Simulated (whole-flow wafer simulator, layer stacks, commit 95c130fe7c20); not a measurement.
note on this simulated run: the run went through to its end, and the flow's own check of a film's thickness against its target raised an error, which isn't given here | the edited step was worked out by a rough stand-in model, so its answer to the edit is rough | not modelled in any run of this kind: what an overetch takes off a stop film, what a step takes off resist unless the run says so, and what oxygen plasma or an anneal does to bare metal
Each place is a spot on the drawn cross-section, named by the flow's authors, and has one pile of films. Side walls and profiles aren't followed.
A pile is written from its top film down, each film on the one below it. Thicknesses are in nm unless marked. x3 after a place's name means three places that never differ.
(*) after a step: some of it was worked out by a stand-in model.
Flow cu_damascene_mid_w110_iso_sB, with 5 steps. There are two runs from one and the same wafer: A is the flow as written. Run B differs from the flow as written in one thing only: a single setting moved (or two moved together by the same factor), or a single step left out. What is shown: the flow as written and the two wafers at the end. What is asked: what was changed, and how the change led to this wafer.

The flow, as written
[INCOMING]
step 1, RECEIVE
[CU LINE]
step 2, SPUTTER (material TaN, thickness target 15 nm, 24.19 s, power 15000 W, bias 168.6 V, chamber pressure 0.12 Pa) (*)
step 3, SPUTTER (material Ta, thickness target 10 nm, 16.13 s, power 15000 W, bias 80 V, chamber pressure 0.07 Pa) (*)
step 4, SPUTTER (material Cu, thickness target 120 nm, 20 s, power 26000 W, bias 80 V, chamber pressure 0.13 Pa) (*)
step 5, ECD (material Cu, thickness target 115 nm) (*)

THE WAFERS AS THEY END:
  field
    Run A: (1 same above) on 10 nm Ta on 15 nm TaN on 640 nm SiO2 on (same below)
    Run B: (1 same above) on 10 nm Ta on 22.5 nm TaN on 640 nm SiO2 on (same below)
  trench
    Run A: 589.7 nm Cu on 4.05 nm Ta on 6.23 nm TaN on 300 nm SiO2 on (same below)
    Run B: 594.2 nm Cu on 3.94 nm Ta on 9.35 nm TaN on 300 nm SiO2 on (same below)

The reason: step 2, SPUTTER: thickness target 22.5 nm was run, though the flow has thickness target 15 nm; step 2, SPUTTER: 36.29 s was run, where the flow has 24.19 s.
The wafer itself shows it: field has TaN 22.5, and step 2 as written asks for 15 nm.

How this came from the change, step by step:
  step 2, SPUTTER (material TaN, thickness target 15 nm, 24.19 s, power 15000 W, bias 168.6 V, chamber pressure 0.12 Pa) (*)
      field: A +15 TaN (new film) | B +22.5 TaN (new film)
      trench: A +6.23 TaN (new film) | B +9.35 TaN (new film)
  step 4, SPUTTER (material Cu, thickness target 120 nm, 20 s, power 26000 W, bias 80 V, chamber pressure 0.13 Pa) (*)
      trench: A +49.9 Cu (new film) | B +48.8 Cu (new film)
